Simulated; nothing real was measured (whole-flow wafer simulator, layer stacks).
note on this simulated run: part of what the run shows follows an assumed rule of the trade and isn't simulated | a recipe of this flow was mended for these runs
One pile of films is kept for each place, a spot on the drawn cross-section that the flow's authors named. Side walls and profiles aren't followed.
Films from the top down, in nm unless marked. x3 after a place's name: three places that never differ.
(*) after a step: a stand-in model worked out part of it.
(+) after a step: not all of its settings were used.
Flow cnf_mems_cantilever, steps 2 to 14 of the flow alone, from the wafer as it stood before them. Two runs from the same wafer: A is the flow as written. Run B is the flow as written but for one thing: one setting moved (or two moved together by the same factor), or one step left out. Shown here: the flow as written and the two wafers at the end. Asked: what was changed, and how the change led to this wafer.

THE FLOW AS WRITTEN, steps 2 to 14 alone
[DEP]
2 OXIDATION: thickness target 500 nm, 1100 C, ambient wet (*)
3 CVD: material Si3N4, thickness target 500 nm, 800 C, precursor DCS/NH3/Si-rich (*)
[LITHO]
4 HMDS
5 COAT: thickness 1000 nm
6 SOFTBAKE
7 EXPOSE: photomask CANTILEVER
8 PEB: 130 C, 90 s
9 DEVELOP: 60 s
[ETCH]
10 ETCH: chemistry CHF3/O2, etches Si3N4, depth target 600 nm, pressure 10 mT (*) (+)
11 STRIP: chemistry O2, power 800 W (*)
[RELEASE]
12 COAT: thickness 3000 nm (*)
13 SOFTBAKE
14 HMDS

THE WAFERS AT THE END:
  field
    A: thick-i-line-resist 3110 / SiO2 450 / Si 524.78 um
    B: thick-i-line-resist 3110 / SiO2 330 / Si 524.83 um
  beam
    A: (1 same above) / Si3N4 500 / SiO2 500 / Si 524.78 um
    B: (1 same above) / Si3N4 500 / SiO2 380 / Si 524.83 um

The cause: step 2, OXIDATION: thickness target 380 nm was run, where the flow has thickness target 500 nm.
It can be read off the wafer: beam has SiO2 380, and step 2 as written asks for 500 nm.

How the change led to this, step by step:
  2 OXIDATION: thickness target 500 nm, 1100 C, ambient wet (*)
      field, beam: A SiO2 +500 (new film), chemical SiO2 -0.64 (all of it), Si -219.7 | B SiO2 +380 (new film), chemical SiO2 -0.64 (all of it), Si -166.9
